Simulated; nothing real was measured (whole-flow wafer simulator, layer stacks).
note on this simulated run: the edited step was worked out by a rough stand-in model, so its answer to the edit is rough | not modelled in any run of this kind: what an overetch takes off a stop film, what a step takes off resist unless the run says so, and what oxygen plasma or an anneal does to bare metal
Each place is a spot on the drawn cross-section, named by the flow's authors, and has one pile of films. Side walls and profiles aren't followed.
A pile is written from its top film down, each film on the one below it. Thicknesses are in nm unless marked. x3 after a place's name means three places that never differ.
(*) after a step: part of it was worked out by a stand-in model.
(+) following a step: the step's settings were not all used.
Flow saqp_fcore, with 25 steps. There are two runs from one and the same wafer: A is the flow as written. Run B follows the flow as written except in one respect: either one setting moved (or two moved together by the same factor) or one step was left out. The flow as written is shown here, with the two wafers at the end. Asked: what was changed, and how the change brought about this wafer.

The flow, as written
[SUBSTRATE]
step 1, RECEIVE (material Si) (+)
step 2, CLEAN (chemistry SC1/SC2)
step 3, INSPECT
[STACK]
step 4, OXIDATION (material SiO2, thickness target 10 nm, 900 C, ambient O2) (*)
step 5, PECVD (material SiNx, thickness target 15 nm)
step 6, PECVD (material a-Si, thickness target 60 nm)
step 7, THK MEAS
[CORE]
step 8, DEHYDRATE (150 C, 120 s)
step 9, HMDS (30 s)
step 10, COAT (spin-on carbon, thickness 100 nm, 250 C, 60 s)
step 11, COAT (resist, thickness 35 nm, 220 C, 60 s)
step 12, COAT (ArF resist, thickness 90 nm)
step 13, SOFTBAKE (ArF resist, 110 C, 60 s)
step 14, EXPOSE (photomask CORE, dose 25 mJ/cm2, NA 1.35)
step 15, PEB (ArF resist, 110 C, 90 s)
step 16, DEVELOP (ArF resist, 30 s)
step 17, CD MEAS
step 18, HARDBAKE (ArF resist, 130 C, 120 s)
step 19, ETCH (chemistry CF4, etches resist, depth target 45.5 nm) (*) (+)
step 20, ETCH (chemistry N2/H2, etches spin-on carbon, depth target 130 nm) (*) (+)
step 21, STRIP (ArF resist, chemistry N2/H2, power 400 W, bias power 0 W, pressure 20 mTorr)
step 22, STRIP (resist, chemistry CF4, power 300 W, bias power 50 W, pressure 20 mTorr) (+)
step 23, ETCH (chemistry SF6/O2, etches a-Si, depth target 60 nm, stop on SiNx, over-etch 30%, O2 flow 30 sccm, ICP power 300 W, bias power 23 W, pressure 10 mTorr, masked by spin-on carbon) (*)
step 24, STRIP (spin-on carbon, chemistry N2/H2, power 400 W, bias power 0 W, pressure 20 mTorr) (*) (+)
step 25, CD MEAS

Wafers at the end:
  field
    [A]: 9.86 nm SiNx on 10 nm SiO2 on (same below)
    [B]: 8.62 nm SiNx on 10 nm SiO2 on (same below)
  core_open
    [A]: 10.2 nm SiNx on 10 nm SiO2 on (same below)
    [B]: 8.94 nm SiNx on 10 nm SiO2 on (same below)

Cause: step 23, ETCH: over-etch 46.5% was run, while the flow as written has over-etch 30%.

The path from the change to this, step by step:
  step 23, ETCH (chemistry SF6/O2, etches a-Si, depth target 60 nm, stop on SiNx, over-etch 30%, O2 flow 30 sccm, ICP power 300 W, bias power 23 W, pressure 10 mTorr, masked by spin-on carbon) (*)
      field: A a-Si loses 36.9 (all of it), SiNx loses 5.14 | B a-Si loses 36.9 (all of it), SiNx loses 6.38
      core_open: A a-Si loses 39.4 (all of it), SiNx loses 4.82 | B a-Si loses 39.4 (all of it), SiNx loses 6.06
      (as well as at 1 more place)
